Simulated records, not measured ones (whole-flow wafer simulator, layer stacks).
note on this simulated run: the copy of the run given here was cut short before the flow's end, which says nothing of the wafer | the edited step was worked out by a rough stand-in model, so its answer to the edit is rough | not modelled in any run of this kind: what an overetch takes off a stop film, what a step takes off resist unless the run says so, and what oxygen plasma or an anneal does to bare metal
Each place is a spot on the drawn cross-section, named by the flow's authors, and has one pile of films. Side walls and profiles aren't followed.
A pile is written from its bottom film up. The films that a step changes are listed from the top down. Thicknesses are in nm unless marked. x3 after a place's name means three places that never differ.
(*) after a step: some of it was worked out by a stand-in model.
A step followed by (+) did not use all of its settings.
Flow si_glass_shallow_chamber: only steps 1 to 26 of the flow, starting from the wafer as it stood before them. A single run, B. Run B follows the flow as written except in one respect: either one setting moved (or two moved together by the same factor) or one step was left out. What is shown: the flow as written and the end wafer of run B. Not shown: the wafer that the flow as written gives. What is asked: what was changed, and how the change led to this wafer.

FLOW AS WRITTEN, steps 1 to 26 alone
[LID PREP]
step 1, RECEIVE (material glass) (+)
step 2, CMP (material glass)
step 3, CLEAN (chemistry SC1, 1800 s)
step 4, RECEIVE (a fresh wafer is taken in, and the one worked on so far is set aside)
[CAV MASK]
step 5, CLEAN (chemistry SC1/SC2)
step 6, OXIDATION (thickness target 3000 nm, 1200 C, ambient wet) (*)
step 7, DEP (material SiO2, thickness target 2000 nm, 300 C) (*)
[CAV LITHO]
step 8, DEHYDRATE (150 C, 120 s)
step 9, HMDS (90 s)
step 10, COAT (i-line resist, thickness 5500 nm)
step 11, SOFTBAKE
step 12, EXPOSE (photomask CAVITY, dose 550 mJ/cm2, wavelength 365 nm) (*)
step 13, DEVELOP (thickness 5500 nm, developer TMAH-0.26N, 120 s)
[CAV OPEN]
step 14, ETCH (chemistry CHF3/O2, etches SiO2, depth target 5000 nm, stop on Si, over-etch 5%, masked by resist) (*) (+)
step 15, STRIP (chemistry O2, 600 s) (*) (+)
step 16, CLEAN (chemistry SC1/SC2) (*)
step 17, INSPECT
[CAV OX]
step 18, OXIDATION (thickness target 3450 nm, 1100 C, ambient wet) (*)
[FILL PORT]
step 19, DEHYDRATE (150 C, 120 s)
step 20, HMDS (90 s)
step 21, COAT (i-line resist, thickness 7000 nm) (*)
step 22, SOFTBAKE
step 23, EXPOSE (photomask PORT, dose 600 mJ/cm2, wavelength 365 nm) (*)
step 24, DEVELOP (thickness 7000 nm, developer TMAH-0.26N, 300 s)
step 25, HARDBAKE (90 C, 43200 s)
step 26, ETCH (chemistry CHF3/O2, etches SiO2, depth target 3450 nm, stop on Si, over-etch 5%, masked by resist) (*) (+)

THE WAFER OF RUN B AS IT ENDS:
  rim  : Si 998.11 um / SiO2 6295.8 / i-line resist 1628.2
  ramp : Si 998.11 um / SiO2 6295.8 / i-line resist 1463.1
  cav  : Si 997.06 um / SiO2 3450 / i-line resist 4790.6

Cause: step 6, OXIDATION: thickness target 3225 nm was run, though the flow has thickness target 3000 nm.

Step by step, how the change led to this:
  step 6, OXIDATION (thickness target 3000 nm, 1200 C, ambient wet) (*)
      rim, ramp, cav, port, septum, ring: SiO2 gains 3225 (new film), chemical SiO2 loses 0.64 (all of it), Si loses 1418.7 (as written it would have been: SiO2 gains 3000 (new film), chemical SiO2 loses 0.64 (all of it), Si loses 1319.7)
  step 14, ETCH (chemistry CHF3/O2, etches SiO2, depth target 5000 nm, stop on Si, over-etch 5%, masked by resist) (*) (+)
      cav, port: SiO2 loses 5225 (all of it), Si loses 5 (as written it would have been: SiO2 loses 5000 (all of it), Si loses 50)
  step 18, OXIDATION (thickness target 3450 nm, 1100 C, ambient wet) (*)
      rim, ramp, septum, ring: SiO2 gains 1070.8, Si loses 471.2 (as written it would have been: SiO2 gains 1109.8, Si loses 488.3)
  step 22, SOFTBAKE
      rim: i-line resist loses 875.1 (as written it would have been: i-line resist loses 849)
      ramp: i-line resist loses 453 (as written it would have been: i-line resist loses 434.5)
      (as well as at 3 more places)
  step 25, HARDBAKE (90 C, 43200 s)
      rim: i-line resist loses 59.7 (as written it would have been: i-line resist loses 62.5)
      ramp: i-line resist loses 54 (as written it would have been: i-line resist loses 57.1)
